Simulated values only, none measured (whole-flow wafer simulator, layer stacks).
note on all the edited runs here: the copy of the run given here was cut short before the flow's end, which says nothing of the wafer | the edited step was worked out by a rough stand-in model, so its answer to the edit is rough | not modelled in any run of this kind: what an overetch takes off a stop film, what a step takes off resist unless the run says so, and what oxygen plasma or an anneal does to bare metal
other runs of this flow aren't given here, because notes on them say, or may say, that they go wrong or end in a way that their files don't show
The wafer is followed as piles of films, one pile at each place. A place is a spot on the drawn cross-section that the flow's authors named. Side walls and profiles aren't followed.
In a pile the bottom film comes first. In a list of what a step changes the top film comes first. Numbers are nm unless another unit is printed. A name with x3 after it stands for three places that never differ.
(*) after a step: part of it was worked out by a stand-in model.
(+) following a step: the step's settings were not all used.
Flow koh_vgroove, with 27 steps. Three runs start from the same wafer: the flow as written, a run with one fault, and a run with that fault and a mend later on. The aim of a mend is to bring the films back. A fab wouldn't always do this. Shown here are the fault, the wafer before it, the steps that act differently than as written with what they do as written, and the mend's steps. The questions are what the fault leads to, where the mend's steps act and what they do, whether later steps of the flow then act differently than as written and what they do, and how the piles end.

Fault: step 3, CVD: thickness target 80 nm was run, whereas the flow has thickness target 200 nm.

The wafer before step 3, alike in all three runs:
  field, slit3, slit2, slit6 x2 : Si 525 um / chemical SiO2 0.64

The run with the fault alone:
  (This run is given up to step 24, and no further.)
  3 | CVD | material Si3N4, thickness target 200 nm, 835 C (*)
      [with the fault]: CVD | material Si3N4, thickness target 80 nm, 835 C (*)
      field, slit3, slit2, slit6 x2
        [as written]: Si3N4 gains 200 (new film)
        [with the fault]: Si3N4 gains 80 (new film)
  Later steps of the flow acting differently than as written:
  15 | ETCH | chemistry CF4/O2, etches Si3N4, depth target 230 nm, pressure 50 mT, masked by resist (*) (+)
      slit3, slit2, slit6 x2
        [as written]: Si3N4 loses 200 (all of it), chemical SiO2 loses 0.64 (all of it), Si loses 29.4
        [with the fault]: Si3N4 loses 80 (all of it), chemical SiO2 loses 0.64 (all of it), Si loses 149.4
  The piles after step 24 differ from the flow's at field by more than 2% or 0.5 nm, whichever is larger.
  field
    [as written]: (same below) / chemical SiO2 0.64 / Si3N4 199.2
    [with the fault]: (same below) / chemical SiO2 0.64 / Si3N4 79.2

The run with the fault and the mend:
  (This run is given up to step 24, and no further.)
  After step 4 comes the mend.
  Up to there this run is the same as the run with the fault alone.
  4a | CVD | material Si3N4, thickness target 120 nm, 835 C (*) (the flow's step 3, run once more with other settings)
      field, slit3, slit2, slit6 x2
        Si3N4 gains 120
  Every later step of the flow up to step 24 that is run acts as written at every place that is followed.
  Once step 24 is done, the piles equal the flow's at every place that both follow.
